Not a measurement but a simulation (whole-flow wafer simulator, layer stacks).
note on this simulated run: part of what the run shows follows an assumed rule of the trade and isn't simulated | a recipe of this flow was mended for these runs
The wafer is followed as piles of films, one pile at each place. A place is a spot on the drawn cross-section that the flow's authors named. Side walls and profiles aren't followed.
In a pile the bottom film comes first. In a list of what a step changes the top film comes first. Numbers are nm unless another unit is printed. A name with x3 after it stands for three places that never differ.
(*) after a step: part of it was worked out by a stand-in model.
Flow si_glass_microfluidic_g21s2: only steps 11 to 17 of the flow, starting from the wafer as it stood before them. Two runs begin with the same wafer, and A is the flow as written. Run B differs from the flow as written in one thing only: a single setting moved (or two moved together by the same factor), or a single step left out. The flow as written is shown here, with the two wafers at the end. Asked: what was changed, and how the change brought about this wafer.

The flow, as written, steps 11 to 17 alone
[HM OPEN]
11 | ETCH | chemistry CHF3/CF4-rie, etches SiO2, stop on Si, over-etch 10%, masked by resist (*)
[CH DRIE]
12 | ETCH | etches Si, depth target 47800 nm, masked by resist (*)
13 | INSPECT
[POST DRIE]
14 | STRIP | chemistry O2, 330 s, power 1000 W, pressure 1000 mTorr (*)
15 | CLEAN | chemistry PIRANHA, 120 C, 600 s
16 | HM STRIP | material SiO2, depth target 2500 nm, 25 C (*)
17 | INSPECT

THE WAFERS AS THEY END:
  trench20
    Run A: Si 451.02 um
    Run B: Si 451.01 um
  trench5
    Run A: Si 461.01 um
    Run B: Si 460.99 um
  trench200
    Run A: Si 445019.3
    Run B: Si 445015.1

The reason: step 11, ETCH: over-etch 16% was run, whereas the flow has over-etch 10%.

Step by step, how the change led to this:
  11 | ETCH | chemistry CHF3/CF4-rie, etches SiO2, stop on Si, over-etch 10%, masked by resist (*)
      trench20, trench5, trench200: A -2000 SiO2 (all of it), -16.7 Si | B -2000 SiO2 (all of it), -26.7 Si
      land: A -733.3 thick-i-line-resist | B -773.3 thick-i-line-resist
  12 | ETCH | etches Si, depth target 47800 nm, masked by resist (*)
      trench5: A -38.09 um Si | B -38.1 um Si
      trench200: A -54.08 um Si | B -54.07 um Si
